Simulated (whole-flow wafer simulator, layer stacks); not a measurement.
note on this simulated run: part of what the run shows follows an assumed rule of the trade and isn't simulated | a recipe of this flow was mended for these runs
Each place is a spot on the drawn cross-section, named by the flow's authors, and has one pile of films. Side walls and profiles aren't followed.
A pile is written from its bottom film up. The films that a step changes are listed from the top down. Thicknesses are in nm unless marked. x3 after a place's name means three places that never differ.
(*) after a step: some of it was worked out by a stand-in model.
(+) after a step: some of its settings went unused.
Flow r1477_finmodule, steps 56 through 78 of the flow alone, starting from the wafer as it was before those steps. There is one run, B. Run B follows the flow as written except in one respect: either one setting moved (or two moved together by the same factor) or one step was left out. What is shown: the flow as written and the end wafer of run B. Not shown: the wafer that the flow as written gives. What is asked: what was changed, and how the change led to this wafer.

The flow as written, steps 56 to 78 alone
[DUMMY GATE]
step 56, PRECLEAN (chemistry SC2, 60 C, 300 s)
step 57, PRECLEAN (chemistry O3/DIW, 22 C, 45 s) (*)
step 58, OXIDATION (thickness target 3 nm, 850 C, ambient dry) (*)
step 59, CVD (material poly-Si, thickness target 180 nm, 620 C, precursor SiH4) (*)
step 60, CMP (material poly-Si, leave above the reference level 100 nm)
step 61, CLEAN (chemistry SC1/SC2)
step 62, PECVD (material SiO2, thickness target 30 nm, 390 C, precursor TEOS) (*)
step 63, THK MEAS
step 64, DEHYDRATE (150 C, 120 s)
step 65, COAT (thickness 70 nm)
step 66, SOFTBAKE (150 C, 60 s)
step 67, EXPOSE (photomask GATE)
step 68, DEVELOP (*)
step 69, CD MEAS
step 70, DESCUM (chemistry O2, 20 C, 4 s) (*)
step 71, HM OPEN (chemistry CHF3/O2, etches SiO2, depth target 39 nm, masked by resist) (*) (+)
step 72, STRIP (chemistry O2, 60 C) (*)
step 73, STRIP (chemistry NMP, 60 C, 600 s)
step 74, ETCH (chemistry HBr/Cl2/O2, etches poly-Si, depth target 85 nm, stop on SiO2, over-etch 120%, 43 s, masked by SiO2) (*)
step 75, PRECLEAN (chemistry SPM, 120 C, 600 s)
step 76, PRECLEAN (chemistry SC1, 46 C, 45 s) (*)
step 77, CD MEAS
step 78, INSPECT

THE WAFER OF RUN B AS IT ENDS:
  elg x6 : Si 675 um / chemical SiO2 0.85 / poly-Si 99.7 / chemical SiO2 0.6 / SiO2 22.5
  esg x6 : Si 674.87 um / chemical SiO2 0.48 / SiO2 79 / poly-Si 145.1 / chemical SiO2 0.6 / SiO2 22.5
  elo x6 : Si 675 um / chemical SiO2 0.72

Cause: step 58, OXIDATION: thickness target 3 nm, 850 C, ambient dry (*), was omitted.

How this came from the change, step by step:
  step 60, CMP (material poly-Si, leave above the reference level 100 nm)
      pad, padg: -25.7 poly-Si (in the flow as written it would be: -24.8 poly-Si)
  step 74, ETCH (chemistry HBr/Cl2/O2, etches poly-Si, depth target 85 nm, stop on SiO2, over-etch 120%, 43 s, masked by SiO2) (*)
      elo x6, e200lo: -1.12 chemical SiO2 (all of it), -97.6 poly-Si (all of it), -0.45 chemical SiO2 (in the flow as written it would be: -1.12 chemical SiO2 (all of it), -97.6 poly-Si (all of it), -0.45 SiO2)
